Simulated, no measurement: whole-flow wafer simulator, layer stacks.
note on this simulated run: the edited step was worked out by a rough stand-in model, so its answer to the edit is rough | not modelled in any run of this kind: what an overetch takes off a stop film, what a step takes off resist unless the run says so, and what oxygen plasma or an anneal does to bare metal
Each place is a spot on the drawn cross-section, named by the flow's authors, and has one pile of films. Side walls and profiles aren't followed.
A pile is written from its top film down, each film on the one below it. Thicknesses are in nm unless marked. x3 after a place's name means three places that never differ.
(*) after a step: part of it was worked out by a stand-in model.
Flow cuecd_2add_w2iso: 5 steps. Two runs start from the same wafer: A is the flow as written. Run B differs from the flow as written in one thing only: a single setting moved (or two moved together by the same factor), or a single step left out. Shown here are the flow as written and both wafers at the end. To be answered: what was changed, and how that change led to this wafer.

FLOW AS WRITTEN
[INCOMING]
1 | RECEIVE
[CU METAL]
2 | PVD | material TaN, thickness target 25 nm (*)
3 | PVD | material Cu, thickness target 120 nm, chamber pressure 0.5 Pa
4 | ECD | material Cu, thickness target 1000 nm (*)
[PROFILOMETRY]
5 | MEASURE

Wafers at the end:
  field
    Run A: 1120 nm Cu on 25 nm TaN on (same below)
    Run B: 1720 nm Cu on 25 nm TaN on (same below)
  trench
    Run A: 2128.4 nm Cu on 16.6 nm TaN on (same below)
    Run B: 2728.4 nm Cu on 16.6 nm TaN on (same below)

What caused this: step 4, ECD: thickness target 1600 nm was run, while the flow as written has thickness target 1000 nm.

Step by step, how the change led to this:
  4 | ECD | material Cu, thickness target 1000 nm (*)
      field: A Cu gains 1000 | B Cu gains 1600
      trench: A Cu gains 2047.6 | B Cu gains 2647.6
